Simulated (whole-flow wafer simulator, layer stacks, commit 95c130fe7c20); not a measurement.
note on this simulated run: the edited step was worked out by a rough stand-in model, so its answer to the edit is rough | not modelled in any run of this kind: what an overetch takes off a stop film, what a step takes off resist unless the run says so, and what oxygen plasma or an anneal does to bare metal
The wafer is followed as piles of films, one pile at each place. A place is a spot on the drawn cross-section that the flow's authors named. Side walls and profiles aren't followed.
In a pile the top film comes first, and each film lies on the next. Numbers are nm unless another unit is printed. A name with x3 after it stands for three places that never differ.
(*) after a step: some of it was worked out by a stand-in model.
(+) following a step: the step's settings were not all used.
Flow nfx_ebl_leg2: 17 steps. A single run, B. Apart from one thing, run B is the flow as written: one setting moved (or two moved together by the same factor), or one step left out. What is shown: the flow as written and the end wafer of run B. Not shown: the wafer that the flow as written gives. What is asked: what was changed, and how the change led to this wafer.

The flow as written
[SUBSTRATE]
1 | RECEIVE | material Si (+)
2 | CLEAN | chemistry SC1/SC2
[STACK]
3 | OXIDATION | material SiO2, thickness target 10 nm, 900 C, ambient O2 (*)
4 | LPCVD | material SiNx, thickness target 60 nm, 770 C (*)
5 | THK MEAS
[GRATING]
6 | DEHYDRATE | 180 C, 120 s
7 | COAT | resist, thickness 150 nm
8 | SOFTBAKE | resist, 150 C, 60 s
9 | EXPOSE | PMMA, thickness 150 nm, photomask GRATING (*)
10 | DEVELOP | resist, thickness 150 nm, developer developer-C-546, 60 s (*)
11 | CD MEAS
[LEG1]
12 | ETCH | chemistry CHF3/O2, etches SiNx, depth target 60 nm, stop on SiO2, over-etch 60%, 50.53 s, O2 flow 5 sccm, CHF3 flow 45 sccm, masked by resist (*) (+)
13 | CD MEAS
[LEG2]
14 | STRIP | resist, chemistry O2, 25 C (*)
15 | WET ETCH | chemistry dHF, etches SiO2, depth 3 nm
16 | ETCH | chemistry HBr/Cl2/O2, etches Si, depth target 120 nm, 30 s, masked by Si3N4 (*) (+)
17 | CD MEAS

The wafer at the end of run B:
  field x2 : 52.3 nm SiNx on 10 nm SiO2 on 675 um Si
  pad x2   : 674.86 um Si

Cause: step 16, ETCH: depth target 135 nm was run, though the flow has depth target 120 nm; step 16, ETCH: 33.8 s was run, where the flow has 30 s.

The path from the change to this, step by step:
  16 | ETCH | chemistry HBr/Cl2/O2, etches Si, depth target 120 nm, 30 s, masked by Si3N4 (*) (+)
      field x2: -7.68 SiNx (as written it would have been: -6.82 SiNx)
      pad x2: -135 Si (as written it would have been: -120 Si)
